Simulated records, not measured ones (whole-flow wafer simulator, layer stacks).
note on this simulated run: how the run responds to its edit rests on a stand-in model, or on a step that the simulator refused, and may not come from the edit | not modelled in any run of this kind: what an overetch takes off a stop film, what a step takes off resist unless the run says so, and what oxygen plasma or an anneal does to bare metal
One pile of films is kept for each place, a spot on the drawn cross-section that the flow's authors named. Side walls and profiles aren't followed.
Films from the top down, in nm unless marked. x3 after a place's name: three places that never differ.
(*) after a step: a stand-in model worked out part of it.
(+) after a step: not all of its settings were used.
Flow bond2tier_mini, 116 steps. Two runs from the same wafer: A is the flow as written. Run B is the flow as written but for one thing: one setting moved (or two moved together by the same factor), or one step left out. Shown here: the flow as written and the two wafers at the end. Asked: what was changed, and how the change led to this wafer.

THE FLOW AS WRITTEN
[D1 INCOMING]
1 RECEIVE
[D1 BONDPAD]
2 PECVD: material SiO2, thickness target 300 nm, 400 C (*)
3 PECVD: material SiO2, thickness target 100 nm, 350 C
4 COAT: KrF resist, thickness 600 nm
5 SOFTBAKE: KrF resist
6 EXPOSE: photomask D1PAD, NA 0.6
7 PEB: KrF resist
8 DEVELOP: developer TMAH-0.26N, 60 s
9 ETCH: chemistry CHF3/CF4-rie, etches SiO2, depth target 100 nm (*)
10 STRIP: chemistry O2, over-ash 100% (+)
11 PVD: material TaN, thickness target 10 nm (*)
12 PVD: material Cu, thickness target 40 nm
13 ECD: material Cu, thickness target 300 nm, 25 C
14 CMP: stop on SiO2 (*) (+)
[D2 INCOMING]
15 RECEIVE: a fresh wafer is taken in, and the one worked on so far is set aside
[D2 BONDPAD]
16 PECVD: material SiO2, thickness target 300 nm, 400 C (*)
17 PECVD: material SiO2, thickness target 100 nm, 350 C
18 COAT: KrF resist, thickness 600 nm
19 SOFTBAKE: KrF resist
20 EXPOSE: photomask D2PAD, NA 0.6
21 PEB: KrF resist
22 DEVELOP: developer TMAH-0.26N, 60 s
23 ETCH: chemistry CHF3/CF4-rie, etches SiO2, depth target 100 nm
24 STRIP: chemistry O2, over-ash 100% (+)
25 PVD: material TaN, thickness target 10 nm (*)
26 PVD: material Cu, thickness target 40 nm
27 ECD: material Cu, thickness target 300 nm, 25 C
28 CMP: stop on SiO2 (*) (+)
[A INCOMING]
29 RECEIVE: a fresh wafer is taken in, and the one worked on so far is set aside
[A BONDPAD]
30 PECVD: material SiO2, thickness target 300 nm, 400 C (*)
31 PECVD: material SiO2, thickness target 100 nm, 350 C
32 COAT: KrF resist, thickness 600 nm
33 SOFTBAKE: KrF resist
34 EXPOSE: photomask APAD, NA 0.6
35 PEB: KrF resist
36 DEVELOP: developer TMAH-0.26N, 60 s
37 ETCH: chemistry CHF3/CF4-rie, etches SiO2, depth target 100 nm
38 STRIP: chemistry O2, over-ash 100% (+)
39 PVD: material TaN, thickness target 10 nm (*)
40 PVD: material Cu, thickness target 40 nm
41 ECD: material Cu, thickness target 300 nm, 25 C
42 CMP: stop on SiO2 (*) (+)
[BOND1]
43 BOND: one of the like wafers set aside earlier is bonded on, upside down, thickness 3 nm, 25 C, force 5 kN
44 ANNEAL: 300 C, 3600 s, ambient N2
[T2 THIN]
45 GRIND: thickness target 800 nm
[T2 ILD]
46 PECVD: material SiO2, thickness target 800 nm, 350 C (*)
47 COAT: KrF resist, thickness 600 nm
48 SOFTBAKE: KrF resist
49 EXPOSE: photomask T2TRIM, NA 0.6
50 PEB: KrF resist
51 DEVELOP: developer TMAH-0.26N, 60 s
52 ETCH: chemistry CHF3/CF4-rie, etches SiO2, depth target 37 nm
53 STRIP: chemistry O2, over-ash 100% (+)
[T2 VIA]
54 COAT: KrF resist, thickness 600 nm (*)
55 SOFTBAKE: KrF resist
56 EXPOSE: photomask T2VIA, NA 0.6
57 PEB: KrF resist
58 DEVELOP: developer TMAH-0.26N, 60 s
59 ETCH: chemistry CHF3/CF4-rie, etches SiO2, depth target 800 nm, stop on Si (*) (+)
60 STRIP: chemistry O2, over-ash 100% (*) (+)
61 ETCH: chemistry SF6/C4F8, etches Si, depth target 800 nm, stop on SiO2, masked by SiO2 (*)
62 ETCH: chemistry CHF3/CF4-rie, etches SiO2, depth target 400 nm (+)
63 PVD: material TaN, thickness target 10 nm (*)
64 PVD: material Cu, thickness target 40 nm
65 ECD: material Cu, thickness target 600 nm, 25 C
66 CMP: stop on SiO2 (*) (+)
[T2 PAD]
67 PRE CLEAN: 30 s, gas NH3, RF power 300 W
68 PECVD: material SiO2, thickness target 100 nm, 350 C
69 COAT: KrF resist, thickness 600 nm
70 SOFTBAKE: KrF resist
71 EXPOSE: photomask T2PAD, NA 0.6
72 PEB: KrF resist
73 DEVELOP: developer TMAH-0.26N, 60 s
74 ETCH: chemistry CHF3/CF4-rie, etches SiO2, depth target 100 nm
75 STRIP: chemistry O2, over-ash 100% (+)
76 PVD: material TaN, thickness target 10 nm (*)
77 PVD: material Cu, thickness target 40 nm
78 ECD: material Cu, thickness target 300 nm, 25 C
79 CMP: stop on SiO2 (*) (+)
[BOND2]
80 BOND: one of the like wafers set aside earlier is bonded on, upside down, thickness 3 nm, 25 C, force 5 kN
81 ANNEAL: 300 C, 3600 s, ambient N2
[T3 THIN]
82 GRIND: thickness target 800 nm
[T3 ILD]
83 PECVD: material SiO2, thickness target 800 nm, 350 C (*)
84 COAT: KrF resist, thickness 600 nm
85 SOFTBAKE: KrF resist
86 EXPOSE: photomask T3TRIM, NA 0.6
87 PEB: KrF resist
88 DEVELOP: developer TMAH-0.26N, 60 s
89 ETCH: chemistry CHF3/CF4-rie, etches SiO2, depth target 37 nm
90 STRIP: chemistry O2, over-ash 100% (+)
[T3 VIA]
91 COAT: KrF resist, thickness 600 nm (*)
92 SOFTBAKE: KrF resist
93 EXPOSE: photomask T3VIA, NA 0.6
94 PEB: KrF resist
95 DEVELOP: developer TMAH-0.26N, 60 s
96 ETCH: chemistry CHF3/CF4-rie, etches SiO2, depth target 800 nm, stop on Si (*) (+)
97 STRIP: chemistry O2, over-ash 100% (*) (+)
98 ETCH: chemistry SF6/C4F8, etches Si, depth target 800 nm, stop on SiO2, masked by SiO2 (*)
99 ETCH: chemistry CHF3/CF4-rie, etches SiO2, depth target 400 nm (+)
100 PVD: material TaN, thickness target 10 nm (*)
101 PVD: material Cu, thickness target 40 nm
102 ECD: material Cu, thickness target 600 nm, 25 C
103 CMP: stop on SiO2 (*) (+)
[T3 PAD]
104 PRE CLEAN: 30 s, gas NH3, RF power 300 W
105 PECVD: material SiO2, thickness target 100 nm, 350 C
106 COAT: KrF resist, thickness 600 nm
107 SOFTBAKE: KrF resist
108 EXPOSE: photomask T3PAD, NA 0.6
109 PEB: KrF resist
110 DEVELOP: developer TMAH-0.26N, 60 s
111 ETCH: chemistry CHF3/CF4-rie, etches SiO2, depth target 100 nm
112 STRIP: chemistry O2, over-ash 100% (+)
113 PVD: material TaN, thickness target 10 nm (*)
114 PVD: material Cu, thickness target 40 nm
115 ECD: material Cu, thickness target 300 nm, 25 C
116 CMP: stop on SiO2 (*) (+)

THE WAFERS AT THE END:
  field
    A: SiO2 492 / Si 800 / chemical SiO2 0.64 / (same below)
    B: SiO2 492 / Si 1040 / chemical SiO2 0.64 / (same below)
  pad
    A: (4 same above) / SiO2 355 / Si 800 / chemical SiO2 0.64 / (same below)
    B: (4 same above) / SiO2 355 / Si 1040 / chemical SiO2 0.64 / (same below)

The cause: step 82, GRIND: thickness target 1040 nm was run, where the flow has thickness target 800 nm.
It can be read off the wafer: field has Si 1040, and step 82 as written asks for 800 nm.

How the change led to this, step by step:
  82 GRIND: thickness target 800 nm
      field, pad: A Si -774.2 um | B Si -773.96 um
